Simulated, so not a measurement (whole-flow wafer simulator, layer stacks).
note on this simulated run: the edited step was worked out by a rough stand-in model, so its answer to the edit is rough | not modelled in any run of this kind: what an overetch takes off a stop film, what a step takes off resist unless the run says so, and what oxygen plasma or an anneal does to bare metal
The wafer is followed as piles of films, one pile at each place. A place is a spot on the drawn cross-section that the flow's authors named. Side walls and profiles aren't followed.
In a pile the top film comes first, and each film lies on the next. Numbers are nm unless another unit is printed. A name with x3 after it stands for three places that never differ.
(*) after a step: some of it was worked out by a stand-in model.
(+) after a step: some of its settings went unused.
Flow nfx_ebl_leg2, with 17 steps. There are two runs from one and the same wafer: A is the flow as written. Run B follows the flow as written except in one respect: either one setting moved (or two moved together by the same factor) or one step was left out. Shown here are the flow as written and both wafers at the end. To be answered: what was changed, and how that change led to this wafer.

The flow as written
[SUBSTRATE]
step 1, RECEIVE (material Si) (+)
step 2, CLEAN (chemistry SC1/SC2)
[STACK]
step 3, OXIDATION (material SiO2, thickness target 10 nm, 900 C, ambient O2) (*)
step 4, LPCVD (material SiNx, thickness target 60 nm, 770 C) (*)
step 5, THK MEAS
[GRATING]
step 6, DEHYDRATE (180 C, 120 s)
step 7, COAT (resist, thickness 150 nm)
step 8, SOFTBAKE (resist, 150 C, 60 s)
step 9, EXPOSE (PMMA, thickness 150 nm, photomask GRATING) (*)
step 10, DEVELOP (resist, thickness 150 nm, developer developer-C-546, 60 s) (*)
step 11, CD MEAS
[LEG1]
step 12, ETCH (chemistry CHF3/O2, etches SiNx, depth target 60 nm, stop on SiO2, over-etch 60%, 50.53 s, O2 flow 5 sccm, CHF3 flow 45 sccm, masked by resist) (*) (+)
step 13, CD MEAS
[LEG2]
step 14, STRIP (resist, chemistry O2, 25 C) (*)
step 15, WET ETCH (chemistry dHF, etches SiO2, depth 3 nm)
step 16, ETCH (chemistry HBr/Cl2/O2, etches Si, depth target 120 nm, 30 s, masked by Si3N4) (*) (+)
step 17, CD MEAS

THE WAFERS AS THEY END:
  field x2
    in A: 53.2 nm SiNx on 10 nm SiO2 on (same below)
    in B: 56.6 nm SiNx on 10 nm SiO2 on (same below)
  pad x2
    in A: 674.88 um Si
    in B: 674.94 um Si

The reason: step 16, ETCH: depth target 60 nm was run, while the flow as written has depth target 120 nm; step 16, ETCH: 15 s was run, where the flow has 30 s.

The path from the change to this, step by step:
  step 16, ETCH (chemistry HBr/Cl2/O2, etches Si, depth target 120 nm, 30 s, masked by Si3N4) (*) (+)
      field x2: A SiNx loses 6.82 | B SiNx loses 3.41
      pad x2: A Si loses 120 | B Si loses 60
